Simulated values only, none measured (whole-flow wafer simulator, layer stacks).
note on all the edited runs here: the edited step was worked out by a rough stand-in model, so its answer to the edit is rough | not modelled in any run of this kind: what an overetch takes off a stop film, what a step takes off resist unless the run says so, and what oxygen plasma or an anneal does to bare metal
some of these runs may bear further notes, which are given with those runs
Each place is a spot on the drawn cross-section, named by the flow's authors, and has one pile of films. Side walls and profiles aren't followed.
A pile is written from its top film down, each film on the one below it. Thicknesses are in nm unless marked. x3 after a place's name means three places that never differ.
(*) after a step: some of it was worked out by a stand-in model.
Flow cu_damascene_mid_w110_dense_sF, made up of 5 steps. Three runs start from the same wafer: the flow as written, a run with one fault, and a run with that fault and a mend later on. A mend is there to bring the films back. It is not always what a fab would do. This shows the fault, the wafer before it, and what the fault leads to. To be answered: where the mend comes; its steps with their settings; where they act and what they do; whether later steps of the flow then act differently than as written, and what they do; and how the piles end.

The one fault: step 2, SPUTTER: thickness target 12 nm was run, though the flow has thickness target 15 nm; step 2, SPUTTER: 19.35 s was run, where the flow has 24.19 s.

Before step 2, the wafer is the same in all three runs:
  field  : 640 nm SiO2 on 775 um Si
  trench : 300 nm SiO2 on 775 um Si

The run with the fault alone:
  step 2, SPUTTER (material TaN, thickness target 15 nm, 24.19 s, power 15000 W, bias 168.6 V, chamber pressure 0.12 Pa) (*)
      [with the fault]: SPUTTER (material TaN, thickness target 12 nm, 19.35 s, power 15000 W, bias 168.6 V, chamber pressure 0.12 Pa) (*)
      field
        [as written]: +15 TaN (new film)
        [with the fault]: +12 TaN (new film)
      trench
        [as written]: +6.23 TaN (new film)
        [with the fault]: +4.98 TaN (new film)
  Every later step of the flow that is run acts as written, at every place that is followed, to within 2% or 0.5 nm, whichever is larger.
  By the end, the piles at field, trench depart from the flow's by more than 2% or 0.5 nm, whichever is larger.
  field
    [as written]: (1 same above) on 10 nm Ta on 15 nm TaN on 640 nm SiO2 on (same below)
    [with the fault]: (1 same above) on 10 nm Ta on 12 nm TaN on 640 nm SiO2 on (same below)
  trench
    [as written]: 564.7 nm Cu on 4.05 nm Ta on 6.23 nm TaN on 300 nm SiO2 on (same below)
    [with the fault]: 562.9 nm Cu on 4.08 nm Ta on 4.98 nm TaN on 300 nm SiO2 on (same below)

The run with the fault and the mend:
  The mend stands after step 2.
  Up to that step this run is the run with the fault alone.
  step 2a, SPUTTER (material TaN, thickness target 3 nm, 4.838 s, power 15000 W, bias 168.6 V, chamber pressure 0.12 Pa) (*) (the flow's step 2, run once more with other settings)
      field
        +3 TaN
      trench
        +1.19 TaN
  Every later step of the flow that is run acts as written, at every place that is followed, to within 2% or 0.5 nm, whichever is larger.
  When the end is reached, the piles differ only a little from the flow's at the places that both follow, at most by 2% or 0.5 nm, whichever is larger.
